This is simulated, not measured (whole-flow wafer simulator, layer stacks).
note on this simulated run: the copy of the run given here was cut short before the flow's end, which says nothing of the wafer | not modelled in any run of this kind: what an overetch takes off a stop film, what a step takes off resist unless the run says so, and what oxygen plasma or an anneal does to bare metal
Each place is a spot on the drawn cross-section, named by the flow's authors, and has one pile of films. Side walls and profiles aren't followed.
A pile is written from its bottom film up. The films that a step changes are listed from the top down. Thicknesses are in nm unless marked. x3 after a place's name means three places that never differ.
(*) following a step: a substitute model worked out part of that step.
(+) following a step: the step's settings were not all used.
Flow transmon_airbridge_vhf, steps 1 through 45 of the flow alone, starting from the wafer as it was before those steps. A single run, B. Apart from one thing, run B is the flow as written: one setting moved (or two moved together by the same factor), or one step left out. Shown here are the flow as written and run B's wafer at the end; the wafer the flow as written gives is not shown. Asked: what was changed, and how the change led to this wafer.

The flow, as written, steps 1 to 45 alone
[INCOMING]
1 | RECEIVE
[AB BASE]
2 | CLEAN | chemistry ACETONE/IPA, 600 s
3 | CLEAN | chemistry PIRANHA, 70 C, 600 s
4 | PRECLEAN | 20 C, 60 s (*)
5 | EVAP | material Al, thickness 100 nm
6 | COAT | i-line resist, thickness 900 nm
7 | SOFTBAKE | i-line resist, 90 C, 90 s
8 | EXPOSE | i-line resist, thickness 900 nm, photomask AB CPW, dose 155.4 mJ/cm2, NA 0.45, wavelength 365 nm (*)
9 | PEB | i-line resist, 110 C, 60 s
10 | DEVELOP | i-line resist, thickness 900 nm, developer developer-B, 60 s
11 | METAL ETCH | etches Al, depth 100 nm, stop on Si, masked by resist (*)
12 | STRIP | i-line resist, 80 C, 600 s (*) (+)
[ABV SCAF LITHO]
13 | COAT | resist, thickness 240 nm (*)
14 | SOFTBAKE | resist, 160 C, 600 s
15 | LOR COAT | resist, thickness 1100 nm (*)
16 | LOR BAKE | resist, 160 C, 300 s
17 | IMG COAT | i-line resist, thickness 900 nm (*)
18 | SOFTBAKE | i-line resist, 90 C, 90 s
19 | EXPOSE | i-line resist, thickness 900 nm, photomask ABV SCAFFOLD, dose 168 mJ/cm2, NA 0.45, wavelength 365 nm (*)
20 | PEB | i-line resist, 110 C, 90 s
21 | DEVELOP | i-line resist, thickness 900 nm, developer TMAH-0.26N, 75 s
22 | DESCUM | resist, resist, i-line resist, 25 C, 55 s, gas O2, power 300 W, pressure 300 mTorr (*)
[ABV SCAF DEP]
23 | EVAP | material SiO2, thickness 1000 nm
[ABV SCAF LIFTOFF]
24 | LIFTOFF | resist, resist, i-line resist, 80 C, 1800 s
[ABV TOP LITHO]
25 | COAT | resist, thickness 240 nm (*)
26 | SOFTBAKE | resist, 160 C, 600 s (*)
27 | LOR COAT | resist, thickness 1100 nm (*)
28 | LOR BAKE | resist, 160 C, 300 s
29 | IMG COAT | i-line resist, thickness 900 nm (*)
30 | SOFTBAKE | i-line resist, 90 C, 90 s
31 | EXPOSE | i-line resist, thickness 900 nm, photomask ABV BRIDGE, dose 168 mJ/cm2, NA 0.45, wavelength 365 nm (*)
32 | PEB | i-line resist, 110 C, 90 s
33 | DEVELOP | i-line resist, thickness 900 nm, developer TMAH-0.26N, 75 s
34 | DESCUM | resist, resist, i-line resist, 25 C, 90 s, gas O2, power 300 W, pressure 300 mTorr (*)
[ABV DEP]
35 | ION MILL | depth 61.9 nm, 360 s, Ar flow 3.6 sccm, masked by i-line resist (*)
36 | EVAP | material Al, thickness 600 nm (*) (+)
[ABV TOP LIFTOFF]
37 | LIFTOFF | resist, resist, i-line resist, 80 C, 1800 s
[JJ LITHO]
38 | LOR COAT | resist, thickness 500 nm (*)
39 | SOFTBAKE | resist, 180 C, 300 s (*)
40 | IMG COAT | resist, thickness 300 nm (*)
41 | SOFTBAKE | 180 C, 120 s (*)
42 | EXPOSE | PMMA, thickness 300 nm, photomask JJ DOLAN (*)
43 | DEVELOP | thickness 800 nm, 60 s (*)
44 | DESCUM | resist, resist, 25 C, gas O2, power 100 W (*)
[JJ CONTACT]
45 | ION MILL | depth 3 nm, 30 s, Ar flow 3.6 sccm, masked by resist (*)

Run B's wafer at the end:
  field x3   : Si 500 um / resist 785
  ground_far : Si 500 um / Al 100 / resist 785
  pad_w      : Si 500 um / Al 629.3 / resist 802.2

The reason: step 45, ION MILL: depth 3 nm, 30 s, Ar flow 3.6 sccm, masked by resist (*), was skipped.

The path from the change to this, step by step:
  (no step that both runs have acts differently)
